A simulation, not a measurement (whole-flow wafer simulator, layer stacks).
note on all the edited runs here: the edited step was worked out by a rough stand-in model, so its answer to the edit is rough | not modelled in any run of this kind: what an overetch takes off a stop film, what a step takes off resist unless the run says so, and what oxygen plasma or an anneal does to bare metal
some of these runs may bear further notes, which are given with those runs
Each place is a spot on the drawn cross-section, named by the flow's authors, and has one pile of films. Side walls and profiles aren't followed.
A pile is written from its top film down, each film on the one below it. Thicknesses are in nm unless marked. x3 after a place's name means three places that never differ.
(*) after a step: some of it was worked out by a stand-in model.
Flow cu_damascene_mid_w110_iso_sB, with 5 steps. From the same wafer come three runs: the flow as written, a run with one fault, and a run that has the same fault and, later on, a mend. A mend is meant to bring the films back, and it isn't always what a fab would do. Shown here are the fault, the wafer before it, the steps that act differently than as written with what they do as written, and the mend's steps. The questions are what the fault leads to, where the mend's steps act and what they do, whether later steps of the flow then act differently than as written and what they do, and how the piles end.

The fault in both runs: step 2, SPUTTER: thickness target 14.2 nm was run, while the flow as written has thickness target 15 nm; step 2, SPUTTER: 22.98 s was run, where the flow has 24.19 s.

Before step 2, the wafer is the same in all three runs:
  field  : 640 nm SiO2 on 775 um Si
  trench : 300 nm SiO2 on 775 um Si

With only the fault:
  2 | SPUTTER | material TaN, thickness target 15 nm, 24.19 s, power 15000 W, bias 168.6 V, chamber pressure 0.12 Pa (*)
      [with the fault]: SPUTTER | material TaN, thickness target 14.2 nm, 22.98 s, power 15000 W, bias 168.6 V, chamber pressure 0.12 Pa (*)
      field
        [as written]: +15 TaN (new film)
        [with the fault]: +14.2 TaN (new film)
  None of the later steps of the flow differs from how it acts as written, at any place that is followed, by more than 2% or 0.5 nm, whichever is larger.
  The piles end different from the flow's at field by more than 2% or 0.5 nm, whichever is larger.
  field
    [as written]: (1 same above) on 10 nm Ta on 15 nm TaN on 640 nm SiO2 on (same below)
    [with the fault]: (1 same above) on 10 nm Ta on 14.2 nm TaN on 640 nm SiO2 on (same below)

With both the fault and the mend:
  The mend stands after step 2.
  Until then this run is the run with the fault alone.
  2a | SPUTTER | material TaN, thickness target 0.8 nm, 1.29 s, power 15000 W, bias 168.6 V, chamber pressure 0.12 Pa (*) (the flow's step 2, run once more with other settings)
      field
        +0.8 TaN
      trench
        +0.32 TaN
  None of the later steps of the flow acts differently than as written at any place that is followed.
  The piles end only slightly different from the flow's at the places that both follow, by no more than 2% or 0.5 nm, whichever is larger.
